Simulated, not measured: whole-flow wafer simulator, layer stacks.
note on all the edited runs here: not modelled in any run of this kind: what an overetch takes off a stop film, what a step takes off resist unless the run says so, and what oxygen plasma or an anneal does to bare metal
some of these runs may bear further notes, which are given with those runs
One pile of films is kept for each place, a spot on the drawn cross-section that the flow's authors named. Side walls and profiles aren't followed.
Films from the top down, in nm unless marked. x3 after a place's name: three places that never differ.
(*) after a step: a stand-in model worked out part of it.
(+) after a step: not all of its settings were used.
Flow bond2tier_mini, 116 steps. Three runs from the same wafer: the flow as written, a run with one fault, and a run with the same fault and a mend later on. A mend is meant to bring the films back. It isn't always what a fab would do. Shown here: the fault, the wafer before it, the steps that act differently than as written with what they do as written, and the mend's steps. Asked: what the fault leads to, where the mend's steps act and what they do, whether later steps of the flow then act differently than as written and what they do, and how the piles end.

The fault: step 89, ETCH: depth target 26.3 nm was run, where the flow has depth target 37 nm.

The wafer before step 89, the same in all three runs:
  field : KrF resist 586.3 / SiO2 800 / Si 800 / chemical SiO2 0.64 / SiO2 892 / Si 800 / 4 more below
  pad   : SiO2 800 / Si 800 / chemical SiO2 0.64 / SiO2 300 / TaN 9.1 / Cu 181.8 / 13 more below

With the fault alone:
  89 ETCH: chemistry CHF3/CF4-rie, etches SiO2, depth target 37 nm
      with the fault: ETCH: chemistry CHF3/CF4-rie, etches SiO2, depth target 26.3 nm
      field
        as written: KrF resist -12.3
        with the fault: KrF resist -8.77
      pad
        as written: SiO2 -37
        with the fault: SiO2 -26.3
  No later step of the flow acts differently than as written, at any place that is followed, by more than 2% or 0.5 nm, whichever is larger.
  At the end the piles differ from the flow's by more than 2% or 0.5 nm, whichever is larger, at pad.
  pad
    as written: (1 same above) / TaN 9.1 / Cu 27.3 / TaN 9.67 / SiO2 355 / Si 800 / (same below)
    with the fault: (1 same above) / TaN 9.1 / Cu 16.5 / TaN 9.77 / SiO2 365.7 / Si 800 / (same below)

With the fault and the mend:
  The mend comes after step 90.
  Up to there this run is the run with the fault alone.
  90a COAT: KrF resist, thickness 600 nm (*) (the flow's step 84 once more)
      field
        KrF resist +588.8 (new film)
      pad
        KrF resist +611.6 (new film)
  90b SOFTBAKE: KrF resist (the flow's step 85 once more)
      changes no film at any place that is followed
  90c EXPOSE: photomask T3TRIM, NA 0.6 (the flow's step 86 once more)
      changes no film at any place that is followed
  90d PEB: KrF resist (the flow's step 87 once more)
      changes no film at any place that is followed
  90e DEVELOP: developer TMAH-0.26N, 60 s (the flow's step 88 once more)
      field
        KrF resist -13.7
      pad
        KrF resist -611.6 (all of it)
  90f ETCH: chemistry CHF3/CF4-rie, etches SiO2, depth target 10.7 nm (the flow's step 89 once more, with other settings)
      field
        KrF resist -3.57
      pad
        SiO2 -10.7
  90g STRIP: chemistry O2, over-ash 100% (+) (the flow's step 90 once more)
      field
        KrF resist -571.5 (all of it)
  No later step of the flow acts differently than as written at any place that is followed.
  At the end the piles are the same as the flow's at every place that both follow.
